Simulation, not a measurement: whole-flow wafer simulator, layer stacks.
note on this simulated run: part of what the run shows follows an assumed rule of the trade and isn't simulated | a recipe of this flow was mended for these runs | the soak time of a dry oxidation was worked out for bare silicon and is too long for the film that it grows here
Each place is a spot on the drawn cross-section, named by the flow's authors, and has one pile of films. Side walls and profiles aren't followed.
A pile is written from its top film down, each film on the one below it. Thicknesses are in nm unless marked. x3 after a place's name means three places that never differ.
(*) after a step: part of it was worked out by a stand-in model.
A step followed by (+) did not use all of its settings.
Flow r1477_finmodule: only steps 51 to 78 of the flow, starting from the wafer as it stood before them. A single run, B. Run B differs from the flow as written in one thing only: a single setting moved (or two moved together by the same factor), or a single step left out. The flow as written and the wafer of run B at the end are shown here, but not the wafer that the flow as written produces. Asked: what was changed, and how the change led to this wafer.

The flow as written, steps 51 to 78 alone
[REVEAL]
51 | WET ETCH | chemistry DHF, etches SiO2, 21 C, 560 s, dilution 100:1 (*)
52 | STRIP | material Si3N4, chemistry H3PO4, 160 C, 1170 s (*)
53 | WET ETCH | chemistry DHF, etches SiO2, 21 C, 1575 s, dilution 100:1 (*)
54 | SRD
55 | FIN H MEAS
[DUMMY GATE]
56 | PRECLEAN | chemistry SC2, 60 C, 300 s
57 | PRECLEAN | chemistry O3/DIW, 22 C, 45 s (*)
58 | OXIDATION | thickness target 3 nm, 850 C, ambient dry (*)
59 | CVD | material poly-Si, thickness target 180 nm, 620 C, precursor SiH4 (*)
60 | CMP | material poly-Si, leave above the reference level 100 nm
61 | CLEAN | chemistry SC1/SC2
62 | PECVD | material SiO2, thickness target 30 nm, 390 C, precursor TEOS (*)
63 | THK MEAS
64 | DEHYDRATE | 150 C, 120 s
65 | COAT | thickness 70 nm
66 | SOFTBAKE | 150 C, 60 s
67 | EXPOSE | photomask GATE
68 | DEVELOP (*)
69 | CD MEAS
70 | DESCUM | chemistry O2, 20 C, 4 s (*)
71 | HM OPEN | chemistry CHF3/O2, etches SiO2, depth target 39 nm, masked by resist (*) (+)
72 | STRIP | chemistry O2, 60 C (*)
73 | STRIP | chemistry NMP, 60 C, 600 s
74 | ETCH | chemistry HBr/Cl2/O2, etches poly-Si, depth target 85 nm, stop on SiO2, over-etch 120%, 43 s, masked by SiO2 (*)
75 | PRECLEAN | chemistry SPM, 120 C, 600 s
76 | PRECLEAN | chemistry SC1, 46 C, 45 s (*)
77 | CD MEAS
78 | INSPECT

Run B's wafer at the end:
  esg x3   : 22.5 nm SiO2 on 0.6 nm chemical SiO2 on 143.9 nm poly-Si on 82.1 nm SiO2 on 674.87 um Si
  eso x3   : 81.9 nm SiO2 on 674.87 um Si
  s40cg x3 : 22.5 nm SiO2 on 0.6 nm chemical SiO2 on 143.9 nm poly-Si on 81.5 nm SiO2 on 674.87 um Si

What caused this: step 52, STRIP: 585 s was run, whereas the flow has 1170 s.

The path from the change to this, step by step:
  52 | STRIP | material Si3N4, chemistry H3PO4, 160 C, 1170 s (*)
      s40sg_line x3, s40so_line x3: Si3N4 loses 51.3 (as written it would have been: Si3N4 loses 55.1 (all of it), SiO2 loses 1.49)
      pad, padg, esg x3 and 17 more: SiO2 loses 2.14 (as written it would have been: SiO2 loses 4.28)
      (and at 8 other places as well)
  53 | WET ETCH | chemistry DHF, etches SiO2, 21 C, 1575 s, dilution 100:1 (*)
      s40sg_line x3, s40so_line x3: Si3N4 loses 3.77 (all of it), SiO2 loses 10 (all of it) (as written it would have been: SiO2 loses 8.51 (all of it))
      elg x4, elo x4: SiO2 loses 9.46 (all of it) (as written it would have been: SiO2 loses 7.85 (all of it))
  60 | CMP | material poly-Si, leave above the reference level 100 nm
      pad, padg: poly-Si loses 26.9 (as written it would have been: poly-Si loses 24.8)
